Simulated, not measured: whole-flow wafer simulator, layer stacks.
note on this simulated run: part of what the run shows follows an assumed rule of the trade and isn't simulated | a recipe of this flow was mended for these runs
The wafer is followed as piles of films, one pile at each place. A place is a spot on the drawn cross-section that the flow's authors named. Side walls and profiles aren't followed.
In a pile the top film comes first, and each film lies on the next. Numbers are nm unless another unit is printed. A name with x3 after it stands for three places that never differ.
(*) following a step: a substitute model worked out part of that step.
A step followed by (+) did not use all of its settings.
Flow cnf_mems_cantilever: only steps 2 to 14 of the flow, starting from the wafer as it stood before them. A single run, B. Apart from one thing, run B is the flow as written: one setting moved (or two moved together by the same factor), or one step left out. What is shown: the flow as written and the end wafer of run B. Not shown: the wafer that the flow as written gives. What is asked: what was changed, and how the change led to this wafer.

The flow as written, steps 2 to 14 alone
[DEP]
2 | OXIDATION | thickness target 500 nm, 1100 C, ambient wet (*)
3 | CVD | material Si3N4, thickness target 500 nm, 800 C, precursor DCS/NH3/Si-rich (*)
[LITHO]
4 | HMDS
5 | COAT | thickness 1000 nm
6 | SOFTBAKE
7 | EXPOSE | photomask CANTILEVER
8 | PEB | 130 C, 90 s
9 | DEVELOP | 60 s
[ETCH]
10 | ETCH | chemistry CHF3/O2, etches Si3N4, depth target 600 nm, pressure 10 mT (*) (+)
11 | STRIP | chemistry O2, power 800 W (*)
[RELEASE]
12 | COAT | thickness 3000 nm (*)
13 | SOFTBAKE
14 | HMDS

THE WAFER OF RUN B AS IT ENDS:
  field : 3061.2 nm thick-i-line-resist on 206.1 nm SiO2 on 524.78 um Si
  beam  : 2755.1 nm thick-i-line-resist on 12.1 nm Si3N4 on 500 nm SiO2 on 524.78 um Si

Cause: step 3, CVD: 620 C was run, though the flow has 800 C.

Step by step, how the change led to this:
  3 | CVD | material Si3N4, thickness target 500 nm, 800 C, precursor DCS/NH3/Si-rich (*)
      field, beam: +12.1 Si3N4 (new film) (as written it would have been: +500 Si3N4 (new film))
  10 | ETCH | chemistry CHF3/O2, etches Si3N4, depth target 600 nm, pressure 10 mT (*) (+)
      field: -12.1 Si3N4 (all of it), -293.9 SiO2 (as written it would have been: -500 Si3N4 (all of it), -50 SiO2)
  12 | COAT | thickness 3000 nm (*)
      beam: +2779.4 thick-i-line-resist (new film) (as written it would have been: +2607.6 thick-i-line-resist (new film))
  13 | SOFTBAKE
      field: +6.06 thick-i-line-resist (as written it would have been: +11.9 thick-i-line-resist)
      beam: -24.3 thick-i-line-resist (as written it would have been: -47.6 thick-i-line-resist)
